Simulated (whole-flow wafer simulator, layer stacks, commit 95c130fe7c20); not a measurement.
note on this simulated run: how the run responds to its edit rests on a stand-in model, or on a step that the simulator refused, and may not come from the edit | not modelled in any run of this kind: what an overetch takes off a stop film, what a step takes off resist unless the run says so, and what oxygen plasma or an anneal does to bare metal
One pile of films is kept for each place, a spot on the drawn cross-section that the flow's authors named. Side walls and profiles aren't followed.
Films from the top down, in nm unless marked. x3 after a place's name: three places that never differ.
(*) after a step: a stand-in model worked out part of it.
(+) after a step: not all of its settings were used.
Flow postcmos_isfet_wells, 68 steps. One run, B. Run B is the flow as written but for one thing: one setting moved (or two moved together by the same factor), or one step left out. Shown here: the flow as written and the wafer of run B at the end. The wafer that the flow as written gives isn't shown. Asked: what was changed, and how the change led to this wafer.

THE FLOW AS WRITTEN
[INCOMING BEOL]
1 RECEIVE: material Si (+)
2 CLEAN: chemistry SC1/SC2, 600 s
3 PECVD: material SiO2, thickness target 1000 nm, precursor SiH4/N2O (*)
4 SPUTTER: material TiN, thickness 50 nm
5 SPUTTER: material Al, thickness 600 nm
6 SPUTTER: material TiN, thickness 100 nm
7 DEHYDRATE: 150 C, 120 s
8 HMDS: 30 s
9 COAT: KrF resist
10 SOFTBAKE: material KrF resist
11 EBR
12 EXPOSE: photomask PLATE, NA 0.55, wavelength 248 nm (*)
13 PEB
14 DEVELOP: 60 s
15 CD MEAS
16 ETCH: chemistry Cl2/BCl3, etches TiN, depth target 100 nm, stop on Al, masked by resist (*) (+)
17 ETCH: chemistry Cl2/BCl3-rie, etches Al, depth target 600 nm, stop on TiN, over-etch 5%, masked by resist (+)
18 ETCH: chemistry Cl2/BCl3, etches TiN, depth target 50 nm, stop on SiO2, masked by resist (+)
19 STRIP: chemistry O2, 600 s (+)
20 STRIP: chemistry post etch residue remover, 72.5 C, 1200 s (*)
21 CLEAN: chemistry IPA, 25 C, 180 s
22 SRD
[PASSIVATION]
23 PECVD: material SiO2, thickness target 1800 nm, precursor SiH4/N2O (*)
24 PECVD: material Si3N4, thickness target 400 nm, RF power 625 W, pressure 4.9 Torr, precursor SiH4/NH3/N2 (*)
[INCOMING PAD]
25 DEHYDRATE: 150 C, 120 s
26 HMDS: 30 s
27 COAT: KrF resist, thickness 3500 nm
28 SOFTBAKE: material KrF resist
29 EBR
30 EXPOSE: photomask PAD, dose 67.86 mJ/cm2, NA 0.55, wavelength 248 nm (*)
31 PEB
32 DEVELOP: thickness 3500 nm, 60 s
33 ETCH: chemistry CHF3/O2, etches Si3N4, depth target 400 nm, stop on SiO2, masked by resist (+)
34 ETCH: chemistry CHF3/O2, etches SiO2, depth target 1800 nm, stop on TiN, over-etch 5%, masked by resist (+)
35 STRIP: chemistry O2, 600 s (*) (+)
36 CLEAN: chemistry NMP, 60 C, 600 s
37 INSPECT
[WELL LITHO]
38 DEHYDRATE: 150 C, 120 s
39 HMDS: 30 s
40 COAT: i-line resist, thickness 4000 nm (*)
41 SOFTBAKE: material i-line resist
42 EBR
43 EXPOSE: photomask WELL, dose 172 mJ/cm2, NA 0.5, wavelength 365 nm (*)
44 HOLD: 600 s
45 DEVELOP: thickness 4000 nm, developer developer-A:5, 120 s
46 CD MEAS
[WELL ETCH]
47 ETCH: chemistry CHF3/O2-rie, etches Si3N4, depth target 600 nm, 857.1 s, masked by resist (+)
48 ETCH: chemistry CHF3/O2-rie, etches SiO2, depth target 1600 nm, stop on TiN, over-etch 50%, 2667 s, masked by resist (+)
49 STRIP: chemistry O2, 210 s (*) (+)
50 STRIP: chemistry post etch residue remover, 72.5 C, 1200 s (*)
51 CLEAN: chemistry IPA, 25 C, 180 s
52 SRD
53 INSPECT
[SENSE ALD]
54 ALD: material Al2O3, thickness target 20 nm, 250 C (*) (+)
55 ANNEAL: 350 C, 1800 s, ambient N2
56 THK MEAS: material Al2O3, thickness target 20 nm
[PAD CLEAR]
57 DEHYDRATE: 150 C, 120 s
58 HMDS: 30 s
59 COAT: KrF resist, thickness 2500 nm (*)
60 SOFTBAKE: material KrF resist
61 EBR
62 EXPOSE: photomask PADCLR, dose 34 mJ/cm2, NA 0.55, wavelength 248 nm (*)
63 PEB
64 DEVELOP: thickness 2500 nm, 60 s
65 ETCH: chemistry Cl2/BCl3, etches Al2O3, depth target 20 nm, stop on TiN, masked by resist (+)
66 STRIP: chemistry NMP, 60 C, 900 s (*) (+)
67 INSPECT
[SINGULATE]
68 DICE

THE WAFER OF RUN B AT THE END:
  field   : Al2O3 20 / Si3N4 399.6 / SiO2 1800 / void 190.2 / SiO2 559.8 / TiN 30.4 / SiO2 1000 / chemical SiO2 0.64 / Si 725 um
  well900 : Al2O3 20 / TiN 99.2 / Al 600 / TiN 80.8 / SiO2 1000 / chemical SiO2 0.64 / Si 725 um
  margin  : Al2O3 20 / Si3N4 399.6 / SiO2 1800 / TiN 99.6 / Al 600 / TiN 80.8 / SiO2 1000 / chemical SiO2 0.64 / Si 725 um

The cause: step 4, SPUTTER: thickness 80.85 nm was run, where the flow has thickness 50 nm.
It can be read off the wafer: well900 has TiN 80.8, and step 4 as written asks for 50 nm.

How the change led to this, step by step:
  4 SPUTTER: material TiN, thickness 50 nm
      field, margin, well900, well1300 x3, pad_rim, pad_clr, pad_open: TiN +80.8 (new film) (as written it would be: TiN +50 (new film))
  18 ETCH: chemistry Cl2/BCl3, etches TiN, depth target 50 nm, stop on SiO2, masked by resist (+)
      field: TiN -50 (as written it would be: TiN -50 (all of it))
  23 PECVD: material SiO2, thickness target 1800 nm, precursor SiH4/N2O (*)
      field: SiO2 +1800 (new film), void +190.2 (new film), SiO2 +559.8 (new film) (as written it would be: SiO2 +1800 (new film), void +189.9 (new film), SiO2 +559.7)
Counting metal films that touch as one body, field has 1 body; the flow as written gives 0 bodies.
